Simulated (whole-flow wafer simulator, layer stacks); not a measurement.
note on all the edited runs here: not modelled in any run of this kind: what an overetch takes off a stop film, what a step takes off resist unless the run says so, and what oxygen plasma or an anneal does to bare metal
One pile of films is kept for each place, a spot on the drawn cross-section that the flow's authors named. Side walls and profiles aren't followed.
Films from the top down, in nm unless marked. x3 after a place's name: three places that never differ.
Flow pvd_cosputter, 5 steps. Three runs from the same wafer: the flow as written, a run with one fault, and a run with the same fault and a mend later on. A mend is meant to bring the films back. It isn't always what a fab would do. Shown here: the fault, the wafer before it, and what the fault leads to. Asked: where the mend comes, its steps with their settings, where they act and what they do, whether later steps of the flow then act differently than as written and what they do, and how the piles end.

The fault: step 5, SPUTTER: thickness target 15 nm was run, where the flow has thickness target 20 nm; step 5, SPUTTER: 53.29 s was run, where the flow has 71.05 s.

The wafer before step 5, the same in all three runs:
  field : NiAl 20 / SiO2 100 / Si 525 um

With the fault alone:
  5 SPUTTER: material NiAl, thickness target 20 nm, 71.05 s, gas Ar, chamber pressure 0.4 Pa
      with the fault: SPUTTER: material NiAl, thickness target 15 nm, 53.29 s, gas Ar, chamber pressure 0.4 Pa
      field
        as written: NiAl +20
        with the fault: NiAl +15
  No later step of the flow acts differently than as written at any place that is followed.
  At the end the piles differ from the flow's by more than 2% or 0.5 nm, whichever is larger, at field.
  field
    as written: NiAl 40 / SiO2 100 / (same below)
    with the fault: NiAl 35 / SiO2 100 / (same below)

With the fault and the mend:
  The mend comes after step 5.
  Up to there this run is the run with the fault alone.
  5a SPUTTER: material NiAl, thickness target 5 nm, 17.76 s, gas Ar, chamber pressure 0.4 Pa (the flow's step 5 once more, with other settings)
      field
        NiAl +5
  No later step of the flow acts differently than as written at any place that is followed.
  At the end the piles are the same as the flow's at every place that both follow.
